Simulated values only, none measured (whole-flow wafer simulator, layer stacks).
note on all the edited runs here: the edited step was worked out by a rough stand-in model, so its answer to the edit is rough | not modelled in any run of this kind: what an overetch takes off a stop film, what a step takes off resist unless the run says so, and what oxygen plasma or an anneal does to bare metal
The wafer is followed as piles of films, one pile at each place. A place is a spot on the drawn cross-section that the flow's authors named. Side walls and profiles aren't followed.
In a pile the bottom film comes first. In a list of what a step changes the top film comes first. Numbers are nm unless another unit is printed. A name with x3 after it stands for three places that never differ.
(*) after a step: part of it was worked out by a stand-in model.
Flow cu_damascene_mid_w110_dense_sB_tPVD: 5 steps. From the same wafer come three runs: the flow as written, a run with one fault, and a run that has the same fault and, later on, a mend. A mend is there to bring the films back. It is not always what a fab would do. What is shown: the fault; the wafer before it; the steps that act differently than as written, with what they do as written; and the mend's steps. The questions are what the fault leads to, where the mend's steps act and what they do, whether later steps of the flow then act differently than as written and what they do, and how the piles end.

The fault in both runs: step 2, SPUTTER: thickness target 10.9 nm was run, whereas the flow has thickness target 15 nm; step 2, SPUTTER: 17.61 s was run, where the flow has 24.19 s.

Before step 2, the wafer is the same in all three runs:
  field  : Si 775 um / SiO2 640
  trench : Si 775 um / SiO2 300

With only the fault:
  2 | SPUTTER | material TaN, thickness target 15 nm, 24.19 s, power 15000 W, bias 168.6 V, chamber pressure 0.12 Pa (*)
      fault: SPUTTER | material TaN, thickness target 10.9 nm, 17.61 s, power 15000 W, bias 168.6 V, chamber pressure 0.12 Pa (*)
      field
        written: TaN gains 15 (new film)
        fault: TaN gains 10.9 (new film)
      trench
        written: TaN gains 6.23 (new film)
        fault: TaN gains 4.53 (new film)
  Later steps of the flow that are run all act as written at every place that is followed, up to a difference of at most 2% or 0.5 nm, whichever is larger.
  At field, trench, the piles at the end differ from the flow's by more than 2% or 0.5 nm, whichever is larger.
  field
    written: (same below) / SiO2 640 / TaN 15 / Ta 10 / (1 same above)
    fault: (same below) / SiO2 640 / TaN 10.9 / Ta 10 / (1 same above)
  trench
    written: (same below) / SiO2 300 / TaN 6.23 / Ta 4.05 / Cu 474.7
    fault: (same below) / SiO2 300 / TaN 4.53 / Ta 4.1 / Cu 472.3

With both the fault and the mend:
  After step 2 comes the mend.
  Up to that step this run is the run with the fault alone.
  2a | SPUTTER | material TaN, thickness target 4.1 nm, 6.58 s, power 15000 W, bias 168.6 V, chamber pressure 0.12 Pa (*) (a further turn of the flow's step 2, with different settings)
      field
        TaN gains 4.1
      trench
        TaN gains 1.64
  Later steps of the flow that are run all act as written at every place that is followed, up to a difference of at most 2% or 0.5 nm, whichever is larger.
  When the end is reached, the piles differ only a little from the flow's at the places that both follow, at most by 2% or 0.5 nm, whichever is larger.
